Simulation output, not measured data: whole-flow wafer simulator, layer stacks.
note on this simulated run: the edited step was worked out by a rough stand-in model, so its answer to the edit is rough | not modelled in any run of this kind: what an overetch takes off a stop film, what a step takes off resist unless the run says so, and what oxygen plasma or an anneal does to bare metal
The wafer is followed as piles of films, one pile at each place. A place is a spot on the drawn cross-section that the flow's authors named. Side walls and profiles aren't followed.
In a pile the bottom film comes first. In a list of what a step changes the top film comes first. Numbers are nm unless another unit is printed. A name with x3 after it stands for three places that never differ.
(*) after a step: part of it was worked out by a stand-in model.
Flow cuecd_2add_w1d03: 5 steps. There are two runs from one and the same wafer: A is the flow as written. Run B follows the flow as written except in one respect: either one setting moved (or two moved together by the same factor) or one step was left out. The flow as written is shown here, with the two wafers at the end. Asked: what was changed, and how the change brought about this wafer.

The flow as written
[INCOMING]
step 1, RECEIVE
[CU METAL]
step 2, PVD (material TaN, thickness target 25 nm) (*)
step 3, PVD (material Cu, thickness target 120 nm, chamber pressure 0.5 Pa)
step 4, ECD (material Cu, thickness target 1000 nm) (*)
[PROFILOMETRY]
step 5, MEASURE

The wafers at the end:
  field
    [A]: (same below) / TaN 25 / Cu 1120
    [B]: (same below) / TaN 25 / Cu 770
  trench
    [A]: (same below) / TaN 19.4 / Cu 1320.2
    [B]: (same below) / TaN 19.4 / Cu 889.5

The reason: step 4, ECD: thickness target 650 nm was run, whereas the flow has thickness target 1000 nm.

Step by step, how the change led to this:
  step 4, ECD (material Cu, thickness target 1000 nm) (*)
      field: A Cu gains 1000 | B Cu gains 650
      trench: A Cu gains 1226.8 | B Cu gains 796.1
